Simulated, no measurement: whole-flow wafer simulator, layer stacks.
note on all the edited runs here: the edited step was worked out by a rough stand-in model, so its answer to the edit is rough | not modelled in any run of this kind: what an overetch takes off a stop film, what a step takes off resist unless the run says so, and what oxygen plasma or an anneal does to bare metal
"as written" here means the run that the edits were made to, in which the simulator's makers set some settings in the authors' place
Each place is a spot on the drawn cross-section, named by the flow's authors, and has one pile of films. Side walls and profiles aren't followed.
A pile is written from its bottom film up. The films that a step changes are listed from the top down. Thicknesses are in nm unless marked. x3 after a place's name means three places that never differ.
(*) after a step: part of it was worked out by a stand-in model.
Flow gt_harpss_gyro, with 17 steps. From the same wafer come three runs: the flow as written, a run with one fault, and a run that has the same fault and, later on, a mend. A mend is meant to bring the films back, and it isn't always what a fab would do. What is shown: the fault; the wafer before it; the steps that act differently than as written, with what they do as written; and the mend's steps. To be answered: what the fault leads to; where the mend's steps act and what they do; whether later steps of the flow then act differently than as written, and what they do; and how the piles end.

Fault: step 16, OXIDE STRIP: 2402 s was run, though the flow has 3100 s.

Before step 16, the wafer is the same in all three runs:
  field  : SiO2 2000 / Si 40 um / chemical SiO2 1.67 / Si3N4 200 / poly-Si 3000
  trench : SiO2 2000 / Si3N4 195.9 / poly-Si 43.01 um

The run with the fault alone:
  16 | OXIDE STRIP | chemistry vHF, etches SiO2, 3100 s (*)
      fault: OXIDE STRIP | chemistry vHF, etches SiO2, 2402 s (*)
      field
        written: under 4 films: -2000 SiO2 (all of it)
        fault: under 4 films: -1864.1 SiO2
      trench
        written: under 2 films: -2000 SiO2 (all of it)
        fault: under 2 films: -1864.1 SiO2
  None of the later steps of the flow acts differently than as written at any place that is followed.
  At field, trench, the piles at the end differ from the flow's by more than 2% or 0.5 nm, whichever is larger.
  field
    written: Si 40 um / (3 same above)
    fault: SiO2 135.9 / Si 40 um / (3 same above)
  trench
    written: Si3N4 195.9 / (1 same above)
    fault: SiO2 135.9 / Si3N4 195.9 / (1 same above)

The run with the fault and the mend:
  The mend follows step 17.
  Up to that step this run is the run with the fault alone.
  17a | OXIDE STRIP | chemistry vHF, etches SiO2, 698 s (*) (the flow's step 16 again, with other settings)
      field
        under 4 films: -135.9 SiO2 (all of it)
      trench
        under 2 films: -135.9 SiO2 (all of it)
  None of the later steps of the flow acts differently than as written at any place that is followed.
  The piles end the same as the flow's at every place that both follow.
